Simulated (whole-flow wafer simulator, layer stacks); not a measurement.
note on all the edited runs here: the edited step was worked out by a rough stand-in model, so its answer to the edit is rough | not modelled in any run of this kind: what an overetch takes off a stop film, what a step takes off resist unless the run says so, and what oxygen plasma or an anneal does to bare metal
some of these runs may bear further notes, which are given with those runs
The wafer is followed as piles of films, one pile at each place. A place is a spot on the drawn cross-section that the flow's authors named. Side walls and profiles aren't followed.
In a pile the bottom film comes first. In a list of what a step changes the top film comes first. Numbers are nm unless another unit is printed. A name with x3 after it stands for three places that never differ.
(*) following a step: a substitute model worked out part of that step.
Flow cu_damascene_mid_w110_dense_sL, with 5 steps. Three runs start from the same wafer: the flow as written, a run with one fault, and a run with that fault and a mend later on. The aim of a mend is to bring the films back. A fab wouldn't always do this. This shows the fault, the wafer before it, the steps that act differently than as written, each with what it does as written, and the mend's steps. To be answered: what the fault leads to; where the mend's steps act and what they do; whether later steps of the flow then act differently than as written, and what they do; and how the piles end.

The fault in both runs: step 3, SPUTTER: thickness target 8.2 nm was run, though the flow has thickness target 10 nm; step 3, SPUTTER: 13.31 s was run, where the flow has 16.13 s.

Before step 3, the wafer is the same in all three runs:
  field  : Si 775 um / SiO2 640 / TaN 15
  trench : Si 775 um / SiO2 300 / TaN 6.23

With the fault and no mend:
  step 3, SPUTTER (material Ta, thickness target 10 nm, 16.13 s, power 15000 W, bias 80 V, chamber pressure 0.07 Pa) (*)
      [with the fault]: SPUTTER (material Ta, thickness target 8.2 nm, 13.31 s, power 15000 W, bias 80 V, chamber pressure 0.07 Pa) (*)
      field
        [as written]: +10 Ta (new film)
        [with the fault]: +8.2 Ta (new film)
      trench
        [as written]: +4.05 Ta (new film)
        [with the fault]: +3.32 Ta (new film)
  Later steps of the flow that are run all act as written at every place that is followed, up to a difference of at most 2% or 0.5 nm, whichever is larger.
  At field, trench, the piles at the end differ from the flow's by more than 2% or 0.5 nm, whichever is larger.
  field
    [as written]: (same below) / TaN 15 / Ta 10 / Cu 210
    [with the fault]: (same below) / TaN 15 / Ta 8.2 / Cu 210
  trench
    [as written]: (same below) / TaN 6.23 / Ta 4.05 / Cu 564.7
    [with the fault]: (same below) / TaN 6.23 / Ta 3.32 / Cu 563.7

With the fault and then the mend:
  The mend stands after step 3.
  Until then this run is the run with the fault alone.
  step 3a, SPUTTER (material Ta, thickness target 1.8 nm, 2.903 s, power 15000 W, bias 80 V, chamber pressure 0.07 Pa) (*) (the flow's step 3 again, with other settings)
      field
        +1.8 Ta
      trench
        +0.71 Ta
  Later steps of the flow that are run all act as written at every place that is followed.
  At the end the piles are close to the flow's at the places that both follow, differing by at most 2% or 0.5 nm, whichever is larger.
